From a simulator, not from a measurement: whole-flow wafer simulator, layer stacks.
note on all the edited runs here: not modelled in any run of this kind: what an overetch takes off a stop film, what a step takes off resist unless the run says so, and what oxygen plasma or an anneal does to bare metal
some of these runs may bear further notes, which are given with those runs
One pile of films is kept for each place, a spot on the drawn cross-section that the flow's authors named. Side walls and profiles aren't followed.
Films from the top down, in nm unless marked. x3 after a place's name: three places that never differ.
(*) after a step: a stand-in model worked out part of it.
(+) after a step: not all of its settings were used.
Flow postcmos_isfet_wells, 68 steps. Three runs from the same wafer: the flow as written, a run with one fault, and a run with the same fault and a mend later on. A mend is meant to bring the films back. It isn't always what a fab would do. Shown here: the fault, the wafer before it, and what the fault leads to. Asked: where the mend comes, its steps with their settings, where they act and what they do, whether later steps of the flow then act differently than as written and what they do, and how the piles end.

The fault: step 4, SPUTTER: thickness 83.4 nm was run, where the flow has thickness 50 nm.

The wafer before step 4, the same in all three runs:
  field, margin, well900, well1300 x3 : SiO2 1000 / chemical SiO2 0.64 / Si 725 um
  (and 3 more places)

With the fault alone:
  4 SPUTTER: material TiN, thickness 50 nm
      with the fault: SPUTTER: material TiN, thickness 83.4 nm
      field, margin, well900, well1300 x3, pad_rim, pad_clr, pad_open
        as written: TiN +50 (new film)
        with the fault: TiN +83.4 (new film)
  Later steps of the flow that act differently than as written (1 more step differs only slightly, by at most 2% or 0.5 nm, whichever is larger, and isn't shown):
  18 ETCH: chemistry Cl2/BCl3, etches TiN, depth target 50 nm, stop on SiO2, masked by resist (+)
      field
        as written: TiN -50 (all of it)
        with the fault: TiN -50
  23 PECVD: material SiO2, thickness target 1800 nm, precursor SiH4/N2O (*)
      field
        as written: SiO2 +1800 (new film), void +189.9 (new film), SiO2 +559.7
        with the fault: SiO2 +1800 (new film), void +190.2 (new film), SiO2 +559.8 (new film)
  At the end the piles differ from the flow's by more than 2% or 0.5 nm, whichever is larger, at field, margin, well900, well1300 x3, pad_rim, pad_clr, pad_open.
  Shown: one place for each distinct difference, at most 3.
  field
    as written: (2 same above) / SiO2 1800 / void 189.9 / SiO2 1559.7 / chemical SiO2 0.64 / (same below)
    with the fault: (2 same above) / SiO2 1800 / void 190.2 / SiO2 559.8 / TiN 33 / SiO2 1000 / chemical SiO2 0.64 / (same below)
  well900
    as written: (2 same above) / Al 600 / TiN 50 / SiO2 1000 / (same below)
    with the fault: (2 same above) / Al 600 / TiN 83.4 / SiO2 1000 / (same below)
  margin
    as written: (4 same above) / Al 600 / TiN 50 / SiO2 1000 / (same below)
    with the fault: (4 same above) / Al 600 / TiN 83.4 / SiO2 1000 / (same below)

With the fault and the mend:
  The mend comes after step 4.
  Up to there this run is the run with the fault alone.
  4a ETCH: chemistry peroxide tin strip, depth target 95.91 nm
      field, margin, well900, well1300 x3, pad_rim, pad_clr, pad_open
        TiN -83.4 (all of it)
  4b SPUTTER: material TiN, thickness 50 nm (the flow's step 4 once more)
      field, margin, well900, well1300 x3, pad_rim, pad_clr, pad_open
        TiN +50 (new film)
  No later step of the flow acts differently than as written at any place that is followed.
  At the end the piles are the same as the flow's at every place that both follow.
